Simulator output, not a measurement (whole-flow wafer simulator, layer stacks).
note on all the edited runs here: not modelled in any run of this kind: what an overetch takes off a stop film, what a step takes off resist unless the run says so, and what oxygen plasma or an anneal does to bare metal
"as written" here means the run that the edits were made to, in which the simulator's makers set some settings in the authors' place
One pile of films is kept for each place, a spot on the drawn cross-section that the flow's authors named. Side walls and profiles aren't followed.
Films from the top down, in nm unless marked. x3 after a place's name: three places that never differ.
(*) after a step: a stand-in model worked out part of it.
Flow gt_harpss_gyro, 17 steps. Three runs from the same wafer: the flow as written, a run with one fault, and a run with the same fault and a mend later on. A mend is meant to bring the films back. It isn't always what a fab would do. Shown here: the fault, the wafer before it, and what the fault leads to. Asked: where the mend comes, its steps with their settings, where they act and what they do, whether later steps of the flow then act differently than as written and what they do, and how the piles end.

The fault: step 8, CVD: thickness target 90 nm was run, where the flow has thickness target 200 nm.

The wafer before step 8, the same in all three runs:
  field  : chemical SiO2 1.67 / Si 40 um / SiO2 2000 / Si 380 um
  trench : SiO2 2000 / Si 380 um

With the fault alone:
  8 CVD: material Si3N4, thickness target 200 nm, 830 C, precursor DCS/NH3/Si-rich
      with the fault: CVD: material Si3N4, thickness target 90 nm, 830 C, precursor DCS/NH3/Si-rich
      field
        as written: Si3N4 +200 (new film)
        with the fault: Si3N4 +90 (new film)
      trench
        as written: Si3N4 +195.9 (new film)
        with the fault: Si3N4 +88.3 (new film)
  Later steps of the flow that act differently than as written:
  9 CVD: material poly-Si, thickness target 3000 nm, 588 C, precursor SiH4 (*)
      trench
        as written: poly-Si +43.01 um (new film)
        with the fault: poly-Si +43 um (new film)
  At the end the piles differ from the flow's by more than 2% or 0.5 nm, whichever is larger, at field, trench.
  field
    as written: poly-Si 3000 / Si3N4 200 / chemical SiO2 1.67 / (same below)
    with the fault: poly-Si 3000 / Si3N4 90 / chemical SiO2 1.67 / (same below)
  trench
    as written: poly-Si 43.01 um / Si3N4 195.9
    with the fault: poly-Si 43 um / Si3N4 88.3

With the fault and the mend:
  The mend comes after step 8.
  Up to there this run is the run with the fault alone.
  8a CVD: material Si3N4, thickness target 110 nm, 830 C, precursor DCS/NH3/Si-rich (the flow's step 8 once more, with other settings)
      field
        Si3N4 +110
      trench
        Si3N4 +107.5
  No later step of the flow acts differently than as written at any place that is followed.
  At the end the piles differ from the flow's only slightly at the places that both follow, by at most 2% or 0.5 nm, whichever is larger.
